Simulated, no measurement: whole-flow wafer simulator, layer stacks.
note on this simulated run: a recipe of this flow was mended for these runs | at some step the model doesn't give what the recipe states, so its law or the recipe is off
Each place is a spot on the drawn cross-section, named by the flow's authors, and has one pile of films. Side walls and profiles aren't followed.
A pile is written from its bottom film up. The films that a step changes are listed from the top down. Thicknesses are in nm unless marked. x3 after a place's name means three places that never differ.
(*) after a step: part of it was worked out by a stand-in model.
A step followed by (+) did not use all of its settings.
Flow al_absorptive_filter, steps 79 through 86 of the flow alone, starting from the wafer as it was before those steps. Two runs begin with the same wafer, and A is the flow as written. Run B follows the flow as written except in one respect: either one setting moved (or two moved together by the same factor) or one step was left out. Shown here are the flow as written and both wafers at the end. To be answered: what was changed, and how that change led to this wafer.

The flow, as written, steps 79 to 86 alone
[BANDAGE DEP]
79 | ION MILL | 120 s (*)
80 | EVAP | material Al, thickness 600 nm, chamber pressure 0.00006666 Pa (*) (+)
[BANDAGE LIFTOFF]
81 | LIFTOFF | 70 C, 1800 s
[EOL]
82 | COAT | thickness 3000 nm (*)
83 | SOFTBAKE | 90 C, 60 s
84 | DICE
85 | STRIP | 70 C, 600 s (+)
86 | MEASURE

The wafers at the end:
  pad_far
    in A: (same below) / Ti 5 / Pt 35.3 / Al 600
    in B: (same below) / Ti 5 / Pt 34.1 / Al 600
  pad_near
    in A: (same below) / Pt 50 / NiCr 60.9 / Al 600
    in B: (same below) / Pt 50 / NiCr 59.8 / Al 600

The reason: step 79, ION MILL: 130 s was run, whereas the flow has 120 s.

How this came from the change, step by step:
  79 | ION MILL | 120 s (*)
      gnd, ledge, res and 9 more: A i-line-resist loses 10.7 | B i-line-resist loses 11.5
      pad_far: A Pt loses 14.7 | B Pt loses 15.9
      (and at 1 other place as well)
